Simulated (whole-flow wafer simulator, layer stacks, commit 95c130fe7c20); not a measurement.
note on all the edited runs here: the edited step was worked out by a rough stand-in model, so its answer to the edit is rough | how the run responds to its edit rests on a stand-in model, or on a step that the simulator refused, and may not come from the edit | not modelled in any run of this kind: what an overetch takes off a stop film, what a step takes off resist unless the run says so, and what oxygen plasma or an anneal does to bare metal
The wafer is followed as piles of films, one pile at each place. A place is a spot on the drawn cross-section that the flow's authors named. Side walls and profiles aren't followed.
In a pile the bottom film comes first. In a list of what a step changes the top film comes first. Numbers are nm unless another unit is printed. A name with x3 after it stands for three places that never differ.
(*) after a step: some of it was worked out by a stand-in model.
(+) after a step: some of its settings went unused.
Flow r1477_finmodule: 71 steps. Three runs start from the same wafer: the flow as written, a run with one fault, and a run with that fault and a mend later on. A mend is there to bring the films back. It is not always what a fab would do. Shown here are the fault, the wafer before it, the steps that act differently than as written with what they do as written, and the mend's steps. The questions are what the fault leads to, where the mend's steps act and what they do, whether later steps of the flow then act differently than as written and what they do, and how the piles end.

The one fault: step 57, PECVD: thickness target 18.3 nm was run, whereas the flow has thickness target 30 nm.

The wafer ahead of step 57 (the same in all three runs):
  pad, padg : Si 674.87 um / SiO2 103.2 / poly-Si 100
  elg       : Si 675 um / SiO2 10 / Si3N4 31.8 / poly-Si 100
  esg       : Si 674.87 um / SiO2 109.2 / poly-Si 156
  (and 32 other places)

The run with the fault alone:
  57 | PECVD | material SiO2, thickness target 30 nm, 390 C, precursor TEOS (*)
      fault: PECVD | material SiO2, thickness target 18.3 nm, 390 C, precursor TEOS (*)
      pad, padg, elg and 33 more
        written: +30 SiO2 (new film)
        fault: +18.3 SiO2 (new film)
  Steps later in the flow that act otherwise than as written (not shown: 3 more steps that differ only slightly, by at most 2% or 0.5 nm, whichever is larger):
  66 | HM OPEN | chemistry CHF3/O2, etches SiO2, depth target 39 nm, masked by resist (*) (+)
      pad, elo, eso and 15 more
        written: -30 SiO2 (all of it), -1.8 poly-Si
        fault: -18.3 SiO2 (all of it), -1.83 poly-Si
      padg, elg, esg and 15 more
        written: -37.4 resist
        fault: -26.3 resist
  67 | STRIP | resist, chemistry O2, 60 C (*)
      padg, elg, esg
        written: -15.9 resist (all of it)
        fault: -27 resist (all of it)
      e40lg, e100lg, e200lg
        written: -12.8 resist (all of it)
        fault: -23.8 resist (all of it)
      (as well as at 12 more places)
  The piles end different from the flow's at padg, elg, esg and 15 more by more than 2% or 0.5 nm, whichever is larger.
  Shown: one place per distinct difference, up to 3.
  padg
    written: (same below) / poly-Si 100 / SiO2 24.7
    fault: (same below) / poly-Si 100 / SiO2 13
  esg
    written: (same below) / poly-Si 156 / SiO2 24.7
    fault: (same below) / poly-Si 156 / SiO2 13
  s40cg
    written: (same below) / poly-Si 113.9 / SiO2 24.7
    fault: (same below) / poly-Si 113.9 / SiO2 13

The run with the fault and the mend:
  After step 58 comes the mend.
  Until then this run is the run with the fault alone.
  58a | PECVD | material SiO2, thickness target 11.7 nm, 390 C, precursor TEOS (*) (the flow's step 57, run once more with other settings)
      pad, padg, elg and 33 more
        +11.7 SiO2
  None of the later steps of the flow acts differently than as written at any place that is followed.
  The piles end the same as the flow's at every place that both follow.
